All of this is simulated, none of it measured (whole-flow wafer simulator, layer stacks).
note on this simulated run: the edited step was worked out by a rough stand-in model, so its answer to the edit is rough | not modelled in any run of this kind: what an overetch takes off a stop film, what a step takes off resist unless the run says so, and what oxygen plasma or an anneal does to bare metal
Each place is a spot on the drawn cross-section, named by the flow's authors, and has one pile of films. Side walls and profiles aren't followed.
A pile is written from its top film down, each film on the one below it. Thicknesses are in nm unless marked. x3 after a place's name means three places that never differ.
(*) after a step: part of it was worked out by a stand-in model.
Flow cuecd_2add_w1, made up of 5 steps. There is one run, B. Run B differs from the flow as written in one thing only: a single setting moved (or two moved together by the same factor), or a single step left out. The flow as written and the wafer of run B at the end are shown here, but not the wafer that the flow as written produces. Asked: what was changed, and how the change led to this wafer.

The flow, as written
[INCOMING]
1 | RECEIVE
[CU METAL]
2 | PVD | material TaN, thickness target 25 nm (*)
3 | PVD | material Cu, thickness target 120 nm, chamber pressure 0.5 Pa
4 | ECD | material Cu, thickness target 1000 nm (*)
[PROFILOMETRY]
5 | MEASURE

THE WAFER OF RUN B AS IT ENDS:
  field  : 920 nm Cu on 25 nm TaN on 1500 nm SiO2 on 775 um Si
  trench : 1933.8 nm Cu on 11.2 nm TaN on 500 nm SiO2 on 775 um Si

The reason: step 4, ECD: thickness target 800 nm was run, though the flow has thickness target 1000 nm.

How this came from the change, step by step:
  4 | ECD | material Cu, thickness target 1000 nm (*)
      field: +800 Cu (it would be, as written: +1000 Cu)
      trench: +1880.2 Cu (it would be, as written: +2080.2 Cu)
